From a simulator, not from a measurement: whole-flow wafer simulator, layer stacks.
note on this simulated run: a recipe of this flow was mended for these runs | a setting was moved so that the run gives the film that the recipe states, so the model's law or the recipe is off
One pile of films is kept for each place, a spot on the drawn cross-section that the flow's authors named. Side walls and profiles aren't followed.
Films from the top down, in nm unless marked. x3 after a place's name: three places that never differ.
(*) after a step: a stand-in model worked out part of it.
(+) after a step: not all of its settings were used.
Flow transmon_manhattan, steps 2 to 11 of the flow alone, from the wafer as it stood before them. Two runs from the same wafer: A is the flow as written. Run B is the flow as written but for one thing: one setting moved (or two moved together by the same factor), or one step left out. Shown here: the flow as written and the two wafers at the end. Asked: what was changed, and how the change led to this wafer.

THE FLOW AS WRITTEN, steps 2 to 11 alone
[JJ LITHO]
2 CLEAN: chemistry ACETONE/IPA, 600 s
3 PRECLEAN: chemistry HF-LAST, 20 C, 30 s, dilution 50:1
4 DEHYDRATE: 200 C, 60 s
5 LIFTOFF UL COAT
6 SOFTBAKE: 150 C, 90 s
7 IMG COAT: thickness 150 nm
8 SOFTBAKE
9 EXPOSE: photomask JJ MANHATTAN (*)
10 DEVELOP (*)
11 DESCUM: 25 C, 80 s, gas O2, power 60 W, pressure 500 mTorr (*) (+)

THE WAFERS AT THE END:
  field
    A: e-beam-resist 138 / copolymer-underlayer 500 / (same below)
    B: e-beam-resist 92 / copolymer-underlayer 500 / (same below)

The cause: step 7, IMG COAT: thickness 104 nm was run, where the flow has thickness 150 nm.

How the change led to this, step by step:
  7 IMG COAT: thickness 150 nm
      field, chan_a x2: A e-beam-resist +150 (new film) | B e-beam-resist +104 (new film)
  10 DEVELOP (*)
      chan_a x2: A e-beam-resist -150 (all of it), copolymer-underlayer -500 (all of it) | B e-beam-resist -104 (all of it), copolymer-underlayer -500 (all of it)
